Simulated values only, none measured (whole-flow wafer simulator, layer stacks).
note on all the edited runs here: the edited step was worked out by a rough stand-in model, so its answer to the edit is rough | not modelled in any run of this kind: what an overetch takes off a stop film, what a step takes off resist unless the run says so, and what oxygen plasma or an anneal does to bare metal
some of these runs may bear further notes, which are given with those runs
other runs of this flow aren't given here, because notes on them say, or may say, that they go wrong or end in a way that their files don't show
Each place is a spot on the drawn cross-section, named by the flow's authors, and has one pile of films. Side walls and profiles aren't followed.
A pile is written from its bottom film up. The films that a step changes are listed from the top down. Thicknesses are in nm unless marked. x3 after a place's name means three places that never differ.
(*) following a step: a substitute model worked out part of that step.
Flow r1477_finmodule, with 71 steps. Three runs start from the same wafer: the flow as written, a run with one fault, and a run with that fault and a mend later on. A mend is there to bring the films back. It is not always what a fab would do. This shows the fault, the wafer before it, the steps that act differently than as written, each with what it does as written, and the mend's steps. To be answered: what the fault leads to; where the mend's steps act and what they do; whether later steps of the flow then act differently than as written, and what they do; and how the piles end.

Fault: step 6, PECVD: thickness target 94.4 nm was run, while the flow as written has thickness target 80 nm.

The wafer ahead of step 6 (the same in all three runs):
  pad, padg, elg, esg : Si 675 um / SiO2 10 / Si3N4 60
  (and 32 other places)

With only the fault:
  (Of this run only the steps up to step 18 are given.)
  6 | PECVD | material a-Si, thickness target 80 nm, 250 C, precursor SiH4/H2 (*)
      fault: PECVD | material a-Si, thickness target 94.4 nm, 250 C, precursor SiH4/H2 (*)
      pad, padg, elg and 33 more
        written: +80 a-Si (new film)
        fault: +94.4 a-Si (new film)
  Later steps of the flow acting differently than as written:
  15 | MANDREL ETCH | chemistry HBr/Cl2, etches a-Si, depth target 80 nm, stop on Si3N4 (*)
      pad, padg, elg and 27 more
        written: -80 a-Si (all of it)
        fault: -80 a-Si
  The piles after step 18 differ from the flow's at pad, padg, elg and 33 more by more than 2% or 0.5 nm, whichever is larger.
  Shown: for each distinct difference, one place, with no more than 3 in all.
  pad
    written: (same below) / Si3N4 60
    fault: (same below) / Si3N4 60 / a-Si 14.4
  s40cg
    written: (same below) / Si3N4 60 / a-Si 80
    fault: (same below) / Si3N4 60 / a-Si 94.4

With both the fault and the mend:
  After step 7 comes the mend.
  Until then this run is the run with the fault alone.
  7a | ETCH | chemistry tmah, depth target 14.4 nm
      pad, padg, elg and 33 more
        -14.4 a-Si
  Later steps of the flow that are run all act as written at every place that is followed.
  By the end, the piles equal the flow's at every place that both follow.
